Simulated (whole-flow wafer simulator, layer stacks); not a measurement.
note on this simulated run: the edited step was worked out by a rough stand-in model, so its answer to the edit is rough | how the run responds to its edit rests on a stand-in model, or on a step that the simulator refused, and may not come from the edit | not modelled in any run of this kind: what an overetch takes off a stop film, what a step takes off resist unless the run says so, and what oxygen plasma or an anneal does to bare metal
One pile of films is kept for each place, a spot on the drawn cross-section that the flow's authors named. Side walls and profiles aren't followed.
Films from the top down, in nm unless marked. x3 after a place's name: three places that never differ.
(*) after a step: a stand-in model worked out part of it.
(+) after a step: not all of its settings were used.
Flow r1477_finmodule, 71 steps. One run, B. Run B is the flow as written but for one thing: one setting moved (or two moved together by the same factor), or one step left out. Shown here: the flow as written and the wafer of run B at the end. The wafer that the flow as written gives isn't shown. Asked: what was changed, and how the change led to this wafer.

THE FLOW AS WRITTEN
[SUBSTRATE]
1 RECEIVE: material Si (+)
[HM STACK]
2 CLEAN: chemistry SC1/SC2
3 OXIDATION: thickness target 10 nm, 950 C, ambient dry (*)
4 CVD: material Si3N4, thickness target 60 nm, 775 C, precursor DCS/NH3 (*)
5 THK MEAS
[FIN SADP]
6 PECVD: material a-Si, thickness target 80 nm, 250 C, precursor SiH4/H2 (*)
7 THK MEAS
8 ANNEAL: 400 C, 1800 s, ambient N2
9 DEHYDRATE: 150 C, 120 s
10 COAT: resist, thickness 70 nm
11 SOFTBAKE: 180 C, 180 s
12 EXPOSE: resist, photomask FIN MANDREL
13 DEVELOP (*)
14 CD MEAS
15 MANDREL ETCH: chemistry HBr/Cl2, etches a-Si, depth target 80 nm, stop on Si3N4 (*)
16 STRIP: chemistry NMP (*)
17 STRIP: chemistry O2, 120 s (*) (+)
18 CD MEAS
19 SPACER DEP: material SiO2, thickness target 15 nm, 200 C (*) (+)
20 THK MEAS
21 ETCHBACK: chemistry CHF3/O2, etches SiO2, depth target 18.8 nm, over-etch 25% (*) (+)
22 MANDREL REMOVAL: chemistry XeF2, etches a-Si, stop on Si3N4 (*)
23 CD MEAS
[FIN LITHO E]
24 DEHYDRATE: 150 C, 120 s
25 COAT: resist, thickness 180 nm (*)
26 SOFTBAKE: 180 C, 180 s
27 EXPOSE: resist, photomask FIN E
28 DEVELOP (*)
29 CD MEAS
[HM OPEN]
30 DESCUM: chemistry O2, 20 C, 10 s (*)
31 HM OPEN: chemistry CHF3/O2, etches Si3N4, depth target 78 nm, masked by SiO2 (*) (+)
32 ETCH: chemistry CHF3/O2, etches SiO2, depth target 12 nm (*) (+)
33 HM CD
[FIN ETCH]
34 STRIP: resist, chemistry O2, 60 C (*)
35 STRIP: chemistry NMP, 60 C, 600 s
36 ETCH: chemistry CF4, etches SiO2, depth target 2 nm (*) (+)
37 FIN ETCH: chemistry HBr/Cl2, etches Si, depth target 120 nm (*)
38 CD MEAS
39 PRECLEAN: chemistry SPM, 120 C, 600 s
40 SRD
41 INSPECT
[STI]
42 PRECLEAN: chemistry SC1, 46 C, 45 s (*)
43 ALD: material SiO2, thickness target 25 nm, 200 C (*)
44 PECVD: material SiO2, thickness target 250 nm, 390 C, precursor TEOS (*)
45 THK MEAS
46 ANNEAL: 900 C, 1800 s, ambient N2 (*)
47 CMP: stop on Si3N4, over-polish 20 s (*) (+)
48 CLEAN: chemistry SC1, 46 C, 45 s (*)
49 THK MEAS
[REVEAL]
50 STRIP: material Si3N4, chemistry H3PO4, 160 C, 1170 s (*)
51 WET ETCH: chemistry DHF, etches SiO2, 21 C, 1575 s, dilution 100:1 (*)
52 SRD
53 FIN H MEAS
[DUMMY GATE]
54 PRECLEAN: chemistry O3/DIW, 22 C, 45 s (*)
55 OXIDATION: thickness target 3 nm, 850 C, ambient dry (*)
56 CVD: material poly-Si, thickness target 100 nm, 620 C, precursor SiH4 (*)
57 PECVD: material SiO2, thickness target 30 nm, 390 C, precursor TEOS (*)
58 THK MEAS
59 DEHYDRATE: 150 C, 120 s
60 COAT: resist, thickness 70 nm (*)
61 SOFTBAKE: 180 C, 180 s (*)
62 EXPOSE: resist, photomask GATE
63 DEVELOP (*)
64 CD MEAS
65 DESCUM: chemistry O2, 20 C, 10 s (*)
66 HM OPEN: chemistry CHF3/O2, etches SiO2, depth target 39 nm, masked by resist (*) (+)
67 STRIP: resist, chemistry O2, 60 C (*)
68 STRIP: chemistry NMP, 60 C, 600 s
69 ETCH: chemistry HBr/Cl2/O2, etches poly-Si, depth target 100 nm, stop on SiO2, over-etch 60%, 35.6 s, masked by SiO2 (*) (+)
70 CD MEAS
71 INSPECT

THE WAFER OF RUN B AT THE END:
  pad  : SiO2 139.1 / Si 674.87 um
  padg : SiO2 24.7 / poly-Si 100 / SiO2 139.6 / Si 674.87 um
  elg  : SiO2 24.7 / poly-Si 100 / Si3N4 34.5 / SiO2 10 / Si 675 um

The cause: step 51, WET ETCH: 906 s was run, where the flow has 1575 s.

How the change led to this, step by step:
  51 WET ETCH: chemistry DHF, etches SiO2, 21 C, 1575 s, dilution 100:1 (*)
      pad, padg, e40sg and 12 more: SiO2 -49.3 (as written it would be: SiO2 -85.7)
      elg, e40lg, e100lg, e200lg, elo, e40lo, e100lo, e200lo: SiO2 -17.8 (all of it), Si3N4 -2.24 (as written it would be: SiO2 -17.8 (all of it), Si3N4 -4.97)
      (and at 7 more places)
  56 CVD: material poly-Si, thickness target 100 nm, 620 C, precursor SiH4 (*)
      s40sg_line, s45sg_line, s50sg_line, s40so_line, s45so_line, s50so_line: poly-Si +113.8 (new film) (as written it would be: poly-Si +100 (new film))
      s40cg, s40co: poly-Si +100 (new film) (as written it would be: poly-Si +113.9 (new film))
      (and at 5 more places)
  60 COAT: resist, thickness 70 nm (*)
      e40lg, e100lg, e200lg, elo, e40lo, e100lo, e200lo: resist +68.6 (new film) (as written it would be: resist +66.9 (new film))
      e40sg, eso, e40so: resist +97.5 (new film) (as written it would be: resist +129.5 (new film))
      (and at 22 more places)
  63 DEVELOP (*)
      elo, e40lo, e100lo, e200lo: resist -68.6 (all of it) (as written it would be: resist -66.9 (all of it))
      eso, e40so: resist -97.5 (all of it) (as written it would be: resist -129.5 (all of it))
      (and at 11 more places)
  67 STRIP: resist, chemistry O2, 60 C (*)
      e40lg, e100lg: resist -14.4 (all of it) (as written it would be: resist -12.8 (all of it))
      e40sg: resist -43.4 (all of it) (as written it would be: resist -75.4 (all of it))
      (and at 12 more places)
  69 ETCH: chemistry HBr/Cl2/O2, etches poly-Si, depth target 100 nm, stop on SiO2, over-etch 60%, 35.6 s, masked by SiO2 (*) (+)
      s40so_line, s45so_line, s50so_line: chemical SiO2 -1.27 (all of it), poly-Si -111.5 (all of it), SiO2 -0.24 (as written it would be: chemical SiO2 -1.46 (all of it), poly-Si -97.6 (all of it), SiO2 -0.42)
      s40co: chemical SiO2 -1.27 (all of it), poly-Si -97.6 (all of it), SiO2 -0.42 (as written it would be: chemical SiO2 -1.46 (all of it), poly-Si -111.5 (all of it), SiO2 -0.24)
      (and at 2 more places)
